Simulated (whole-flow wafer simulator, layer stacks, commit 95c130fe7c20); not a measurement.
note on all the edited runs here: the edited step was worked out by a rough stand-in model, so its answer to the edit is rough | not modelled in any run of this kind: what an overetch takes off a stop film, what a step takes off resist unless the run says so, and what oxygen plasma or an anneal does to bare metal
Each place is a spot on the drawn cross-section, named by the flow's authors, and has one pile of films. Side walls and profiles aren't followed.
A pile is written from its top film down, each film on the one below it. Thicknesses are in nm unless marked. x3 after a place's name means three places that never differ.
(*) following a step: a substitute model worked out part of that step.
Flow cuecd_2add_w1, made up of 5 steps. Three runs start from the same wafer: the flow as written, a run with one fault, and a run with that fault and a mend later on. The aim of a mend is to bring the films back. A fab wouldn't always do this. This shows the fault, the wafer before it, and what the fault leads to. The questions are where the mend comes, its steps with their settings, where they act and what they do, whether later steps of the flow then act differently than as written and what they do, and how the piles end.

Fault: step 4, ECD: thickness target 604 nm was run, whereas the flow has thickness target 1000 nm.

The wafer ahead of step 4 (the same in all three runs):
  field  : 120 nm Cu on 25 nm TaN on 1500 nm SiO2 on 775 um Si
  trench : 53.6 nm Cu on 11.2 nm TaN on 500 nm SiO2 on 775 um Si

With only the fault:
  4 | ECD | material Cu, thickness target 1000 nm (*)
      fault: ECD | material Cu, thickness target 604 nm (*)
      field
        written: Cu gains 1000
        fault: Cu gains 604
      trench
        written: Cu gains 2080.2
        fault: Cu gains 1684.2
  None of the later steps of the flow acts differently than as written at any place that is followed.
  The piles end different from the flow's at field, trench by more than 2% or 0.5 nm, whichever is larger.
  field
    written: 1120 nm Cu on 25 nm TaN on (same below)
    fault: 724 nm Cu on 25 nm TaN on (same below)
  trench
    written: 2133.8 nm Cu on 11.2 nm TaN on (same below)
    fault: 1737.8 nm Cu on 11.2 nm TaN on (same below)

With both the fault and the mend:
  After step 5 comes the mend.
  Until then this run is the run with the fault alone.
  5a | ECD | material Cu, thickness target 396 nm (the flow's step 4, run once more with other settings)
      field, trench
        Cu gains 396
  None of the later steps of the flow acts differently than as written at any place that is followed.
  At every place that both follow, the piles at the end match the flow's.
